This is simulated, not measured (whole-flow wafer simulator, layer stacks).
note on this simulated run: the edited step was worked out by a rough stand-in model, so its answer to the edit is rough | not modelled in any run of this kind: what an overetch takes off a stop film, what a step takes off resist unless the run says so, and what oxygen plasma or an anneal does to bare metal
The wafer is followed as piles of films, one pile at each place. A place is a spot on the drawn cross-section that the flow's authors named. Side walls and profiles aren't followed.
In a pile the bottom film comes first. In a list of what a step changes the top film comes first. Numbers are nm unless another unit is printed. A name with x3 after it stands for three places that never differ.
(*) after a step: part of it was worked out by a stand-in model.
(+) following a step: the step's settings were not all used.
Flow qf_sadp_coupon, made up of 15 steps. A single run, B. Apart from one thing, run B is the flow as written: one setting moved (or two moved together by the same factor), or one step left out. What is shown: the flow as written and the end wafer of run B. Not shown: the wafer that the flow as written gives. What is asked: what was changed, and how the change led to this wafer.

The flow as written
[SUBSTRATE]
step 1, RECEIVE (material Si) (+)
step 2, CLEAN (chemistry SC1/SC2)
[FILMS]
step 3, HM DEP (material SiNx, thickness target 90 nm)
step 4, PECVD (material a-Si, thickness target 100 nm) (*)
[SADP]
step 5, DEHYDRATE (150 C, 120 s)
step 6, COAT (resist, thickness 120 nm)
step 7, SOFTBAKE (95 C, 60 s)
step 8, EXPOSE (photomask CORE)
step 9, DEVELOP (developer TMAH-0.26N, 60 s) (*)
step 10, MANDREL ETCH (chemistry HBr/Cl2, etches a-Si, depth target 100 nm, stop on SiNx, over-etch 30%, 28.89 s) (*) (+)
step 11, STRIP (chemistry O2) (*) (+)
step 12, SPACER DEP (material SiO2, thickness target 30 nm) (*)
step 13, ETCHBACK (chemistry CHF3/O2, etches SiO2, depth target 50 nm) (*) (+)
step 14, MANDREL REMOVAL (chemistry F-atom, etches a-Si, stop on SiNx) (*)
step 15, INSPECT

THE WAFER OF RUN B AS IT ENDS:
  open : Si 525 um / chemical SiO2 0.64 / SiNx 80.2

What caused this: step 13, ETCHBACK: depth target 35.8 nm was run, though the flow has depth target 50 nm.

The path from the change to this, step by step:
  step 13, ETCHBACK (chemistry CHF3/O2, etches SiO2, depth target 50 nm) (*) (+)
      m: SiO2 loses 30 (all of it), chemical SiO2 loses 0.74 (all of it), a-Si loses 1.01 (in the flow as written it would be: SiO2 loses 30 (all of it), chemical SiO2 loses 0.74 (all of it), a-Si loses 3.85)
      open: SiO2 loses 30 (all of it), SiNx loses 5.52 (in the flow as written it would be: SiO2 loses 30 (all of it), SiNx loses 19)
  step 14, MANDREL REMOVAL (chemistry F-atom, etches a-Si, stop on SiNx) (*)
      m: a-Si loses 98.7 (all of it) (in the flow as written it would be: a-Si loses 95.8 (all of it))
